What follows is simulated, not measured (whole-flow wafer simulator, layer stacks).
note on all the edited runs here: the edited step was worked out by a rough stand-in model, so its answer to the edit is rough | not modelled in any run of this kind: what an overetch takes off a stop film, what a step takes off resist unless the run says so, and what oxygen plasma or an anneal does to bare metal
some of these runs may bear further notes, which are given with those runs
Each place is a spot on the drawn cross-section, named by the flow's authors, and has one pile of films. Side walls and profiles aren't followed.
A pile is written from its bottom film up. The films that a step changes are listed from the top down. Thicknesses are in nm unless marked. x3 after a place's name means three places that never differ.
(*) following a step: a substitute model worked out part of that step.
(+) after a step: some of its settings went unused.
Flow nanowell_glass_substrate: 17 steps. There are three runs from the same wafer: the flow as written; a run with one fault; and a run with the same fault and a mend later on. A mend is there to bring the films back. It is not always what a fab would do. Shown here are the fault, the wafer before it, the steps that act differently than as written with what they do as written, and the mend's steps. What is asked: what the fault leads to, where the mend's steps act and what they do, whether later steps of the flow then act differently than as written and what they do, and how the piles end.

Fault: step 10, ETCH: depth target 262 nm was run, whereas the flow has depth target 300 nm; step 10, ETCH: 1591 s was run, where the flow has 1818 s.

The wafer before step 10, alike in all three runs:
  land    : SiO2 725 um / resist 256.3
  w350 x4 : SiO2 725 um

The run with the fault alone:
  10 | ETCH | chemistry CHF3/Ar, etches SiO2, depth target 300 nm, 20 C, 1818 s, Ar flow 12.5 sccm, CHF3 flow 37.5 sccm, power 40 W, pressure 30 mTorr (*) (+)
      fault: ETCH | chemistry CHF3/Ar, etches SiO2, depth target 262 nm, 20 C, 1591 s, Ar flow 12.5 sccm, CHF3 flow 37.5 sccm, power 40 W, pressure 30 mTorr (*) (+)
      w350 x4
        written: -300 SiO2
        fault: -262 SiO2
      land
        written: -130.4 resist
        fault: -113.9 resist
  Later steps of the flow acting differently than as written:
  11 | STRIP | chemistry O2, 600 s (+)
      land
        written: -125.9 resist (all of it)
        fault: -142.4 resist (all of it)
  At the end the piles are close to the flow's at the places that both follow, differing by at most 2% or 0.5 nm, whichever is larger.

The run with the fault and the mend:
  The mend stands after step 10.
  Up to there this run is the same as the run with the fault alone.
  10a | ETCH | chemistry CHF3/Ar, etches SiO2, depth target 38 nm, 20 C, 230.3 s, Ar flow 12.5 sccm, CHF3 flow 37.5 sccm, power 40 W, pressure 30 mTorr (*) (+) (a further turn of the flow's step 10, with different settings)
      w350 x4
        -38 SiO2
      land
        -16.5 resist
  Every later step of the flow that is run acts as written at every place that is followed.
  At every place that both follow, the piles at the end match the flow's.
